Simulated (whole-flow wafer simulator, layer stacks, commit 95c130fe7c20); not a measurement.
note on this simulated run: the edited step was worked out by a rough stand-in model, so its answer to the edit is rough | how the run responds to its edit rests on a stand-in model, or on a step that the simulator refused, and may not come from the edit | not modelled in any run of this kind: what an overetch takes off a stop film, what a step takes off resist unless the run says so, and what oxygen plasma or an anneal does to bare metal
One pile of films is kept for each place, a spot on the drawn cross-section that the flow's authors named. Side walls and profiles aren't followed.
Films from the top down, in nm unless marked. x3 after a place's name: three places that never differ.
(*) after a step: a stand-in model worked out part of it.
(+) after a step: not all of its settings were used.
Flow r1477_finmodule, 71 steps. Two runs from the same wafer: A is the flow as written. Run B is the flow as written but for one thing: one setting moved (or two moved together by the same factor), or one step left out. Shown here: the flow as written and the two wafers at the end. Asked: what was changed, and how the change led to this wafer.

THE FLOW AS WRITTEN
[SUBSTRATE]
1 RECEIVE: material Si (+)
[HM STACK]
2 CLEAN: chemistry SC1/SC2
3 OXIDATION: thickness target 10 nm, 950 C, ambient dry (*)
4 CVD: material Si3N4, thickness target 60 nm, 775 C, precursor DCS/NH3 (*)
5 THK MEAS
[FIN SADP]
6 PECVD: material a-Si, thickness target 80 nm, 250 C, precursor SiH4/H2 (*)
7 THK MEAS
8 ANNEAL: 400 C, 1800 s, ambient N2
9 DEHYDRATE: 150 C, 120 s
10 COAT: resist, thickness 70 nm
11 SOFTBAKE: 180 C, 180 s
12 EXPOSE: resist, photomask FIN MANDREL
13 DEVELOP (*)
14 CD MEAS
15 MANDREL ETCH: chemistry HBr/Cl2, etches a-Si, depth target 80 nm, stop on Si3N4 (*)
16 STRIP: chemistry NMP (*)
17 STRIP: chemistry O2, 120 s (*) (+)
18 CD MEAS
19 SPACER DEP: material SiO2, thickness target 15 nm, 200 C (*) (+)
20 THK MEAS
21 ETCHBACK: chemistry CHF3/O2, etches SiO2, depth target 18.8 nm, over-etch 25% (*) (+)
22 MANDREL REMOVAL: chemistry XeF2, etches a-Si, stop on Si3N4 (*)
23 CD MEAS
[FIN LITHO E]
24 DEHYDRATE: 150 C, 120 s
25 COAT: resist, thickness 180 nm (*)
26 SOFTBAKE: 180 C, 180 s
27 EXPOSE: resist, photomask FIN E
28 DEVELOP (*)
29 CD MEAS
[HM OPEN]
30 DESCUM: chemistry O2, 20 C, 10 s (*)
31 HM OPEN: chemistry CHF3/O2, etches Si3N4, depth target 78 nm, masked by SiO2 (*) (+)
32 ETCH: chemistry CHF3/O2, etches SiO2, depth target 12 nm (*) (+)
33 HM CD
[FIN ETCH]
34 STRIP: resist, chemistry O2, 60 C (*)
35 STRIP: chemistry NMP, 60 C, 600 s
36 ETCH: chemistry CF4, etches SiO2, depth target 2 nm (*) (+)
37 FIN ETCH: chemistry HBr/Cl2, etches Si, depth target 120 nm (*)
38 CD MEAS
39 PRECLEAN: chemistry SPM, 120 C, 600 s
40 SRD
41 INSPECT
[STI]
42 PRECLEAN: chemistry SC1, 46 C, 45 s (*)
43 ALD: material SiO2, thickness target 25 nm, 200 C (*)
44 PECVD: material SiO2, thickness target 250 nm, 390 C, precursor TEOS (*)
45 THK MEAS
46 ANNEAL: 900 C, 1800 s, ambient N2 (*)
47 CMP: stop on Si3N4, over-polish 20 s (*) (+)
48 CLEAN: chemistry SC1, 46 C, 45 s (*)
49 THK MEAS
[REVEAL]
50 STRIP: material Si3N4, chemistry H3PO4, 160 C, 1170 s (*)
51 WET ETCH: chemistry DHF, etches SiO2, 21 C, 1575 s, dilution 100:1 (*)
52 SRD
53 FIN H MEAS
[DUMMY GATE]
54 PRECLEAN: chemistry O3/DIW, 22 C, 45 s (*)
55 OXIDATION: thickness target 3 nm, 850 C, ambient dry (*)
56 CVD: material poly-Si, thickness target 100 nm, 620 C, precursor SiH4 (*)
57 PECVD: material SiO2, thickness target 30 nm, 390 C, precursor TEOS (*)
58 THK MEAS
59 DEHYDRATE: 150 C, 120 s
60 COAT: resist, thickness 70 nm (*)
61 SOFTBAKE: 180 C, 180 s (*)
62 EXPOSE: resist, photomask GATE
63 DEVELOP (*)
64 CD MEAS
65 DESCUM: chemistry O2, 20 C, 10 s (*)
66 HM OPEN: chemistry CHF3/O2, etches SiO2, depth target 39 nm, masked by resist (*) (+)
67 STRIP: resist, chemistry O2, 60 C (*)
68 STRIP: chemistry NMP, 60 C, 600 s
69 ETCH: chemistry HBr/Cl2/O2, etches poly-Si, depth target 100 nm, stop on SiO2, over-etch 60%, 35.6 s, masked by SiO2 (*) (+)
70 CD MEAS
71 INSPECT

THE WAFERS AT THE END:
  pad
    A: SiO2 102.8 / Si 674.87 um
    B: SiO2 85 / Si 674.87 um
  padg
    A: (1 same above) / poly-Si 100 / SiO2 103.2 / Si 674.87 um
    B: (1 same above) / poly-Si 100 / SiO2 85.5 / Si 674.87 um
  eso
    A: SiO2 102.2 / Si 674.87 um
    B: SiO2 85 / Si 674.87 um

The cause: step 44, PECVD: thickness target 156.2 nm was run, where the flow has thickness target 250 nm.

How the change led to this, step by step:
  44 PECVD: material SiO2, thickness target 250 nm, 390 C, precursor TEOS (*)
      pad, padg, elg and 33 more: A SiO2 +250 | B SiO2 +156.2
  46 ANNEAL: 900 C, 1800 s, ambient N2 (*)
      pad, padg, elg and 33 more: A SiO2 -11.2 | B SiO2 -7.03
  47 CMP: stop on Si3N4, over-polish 20 s (*) (+)
      pad, padg, e40sg and 11 more: A SiO2 -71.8 | B nothing
      eso: A SiO2 -72.4 | B nothing
      (and at 21 more places)
  60 COAT: resist, thickness 70 nm (*)
      s40sg, s45sg, s40so, s45so: A resist +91 (new film) | B resist +108.1 (new film)
      e40sg, e40so: A resist +129.5 (new film) | B resist +146.4 (new film)
      (and at 7 more places)
  63 DEVELOP (*)
      s40so, s45so: A resist -91 (all of it) | B resist -108.1 (all of it)
      eso: A resist -129.5 (all of it) | B resist -145.8 (all of it)
      (and at 4 more places)
  67 STRIP: resist, chemistry O2, 60 C (*)
      e40lg, e100lg, e200lg: A resist -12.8 (all of it) | B resist -11.9 (all of it)
      s40sg, s45sg: A resist -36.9 (all of it) | B resist -54 (all of it)
      (and at 10 more places)
